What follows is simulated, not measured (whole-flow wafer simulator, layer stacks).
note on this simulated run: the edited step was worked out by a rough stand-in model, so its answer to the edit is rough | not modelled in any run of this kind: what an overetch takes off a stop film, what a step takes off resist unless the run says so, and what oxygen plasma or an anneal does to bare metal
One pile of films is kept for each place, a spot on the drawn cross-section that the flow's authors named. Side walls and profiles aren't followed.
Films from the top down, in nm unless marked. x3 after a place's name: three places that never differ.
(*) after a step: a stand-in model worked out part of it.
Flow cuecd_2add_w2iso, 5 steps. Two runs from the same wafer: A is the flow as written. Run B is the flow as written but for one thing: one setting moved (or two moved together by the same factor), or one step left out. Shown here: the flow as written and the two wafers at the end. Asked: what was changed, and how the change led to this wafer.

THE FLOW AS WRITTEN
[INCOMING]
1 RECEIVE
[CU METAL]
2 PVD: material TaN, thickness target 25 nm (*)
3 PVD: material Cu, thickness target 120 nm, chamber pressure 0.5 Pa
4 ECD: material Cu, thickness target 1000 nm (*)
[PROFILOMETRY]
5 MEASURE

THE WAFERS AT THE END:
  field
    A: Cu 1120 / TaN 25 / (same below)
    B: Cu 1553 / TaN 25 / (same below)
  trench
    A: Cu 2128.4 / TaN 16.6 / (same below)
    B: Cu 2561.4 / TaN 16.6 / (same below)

The cause: step 4, ECD: thickness target 1433 nm was run, where the flow has thickness target 1000 nm.

How the change led to this, step by step:
  4 ECD: material Cu, thickness target 1000 nm (*)
      field: A Cu +1000 | B Cu +1433
      trench: A Cu +2047.6 | B Cu +2480.6
